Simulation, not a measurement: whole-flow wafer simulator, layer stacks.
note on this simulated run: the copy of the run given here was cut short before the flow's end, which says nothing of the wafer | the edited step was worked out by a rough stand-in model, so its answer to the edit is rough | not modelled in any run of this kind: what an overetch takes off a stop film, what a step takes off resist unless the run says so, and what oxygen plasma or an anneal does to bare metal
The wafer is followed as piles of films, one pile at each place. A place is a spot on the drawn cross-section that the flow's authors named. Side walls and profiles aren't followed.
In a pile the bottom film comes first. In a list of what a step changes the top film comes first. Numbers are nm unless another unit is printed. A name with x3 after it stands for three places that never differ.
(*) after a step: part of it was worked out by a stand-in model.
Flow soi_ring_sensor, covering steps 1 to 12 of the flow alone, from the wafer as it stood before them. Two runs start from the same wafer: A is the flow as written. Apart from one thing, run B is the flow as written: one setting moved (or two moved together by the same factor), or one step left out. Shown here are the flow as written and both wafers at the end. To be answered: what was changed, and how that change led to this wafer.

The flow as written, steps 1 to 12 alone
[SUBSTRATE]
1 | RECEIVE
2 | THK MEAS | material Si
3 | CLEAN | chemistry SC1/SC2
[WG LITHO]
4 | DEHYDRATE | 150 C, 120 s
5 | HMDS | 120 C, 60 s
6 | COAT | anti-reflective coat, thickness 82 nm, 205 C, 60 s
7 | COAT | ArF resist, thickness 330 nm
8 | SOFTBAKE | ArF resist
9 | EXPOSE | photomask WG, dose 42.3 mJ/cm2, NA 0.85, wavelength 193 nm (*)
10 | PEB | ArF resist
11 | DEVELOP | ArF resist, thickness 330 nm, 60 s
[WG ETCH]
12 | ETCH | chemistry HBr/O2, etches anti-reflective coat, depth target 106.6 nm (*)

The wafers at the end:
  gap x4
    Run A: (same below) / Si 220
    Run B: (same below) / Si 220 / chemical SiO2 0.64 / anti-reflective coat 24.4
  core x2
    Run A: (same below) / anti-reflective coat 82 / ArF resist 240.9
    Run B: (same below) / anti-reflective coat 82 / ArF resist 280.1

The reason: step 12, ETCH: depth target 57.6 nm was run, though the flow has depth target 106.6 nm.

The path from the change to this, step by step:
  12 | ETCH | chemistry HBr/O2, etches anti-reflective coat, depth target 106.6 nm (*)
      gap x4: A -82 anti-reflective coat (all of it), -0.64 chemical SiO2 (all of it) | B -57.6 anti-reflective coat
      core x2: A -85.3 ArF resist | B -46.1 ArF resist
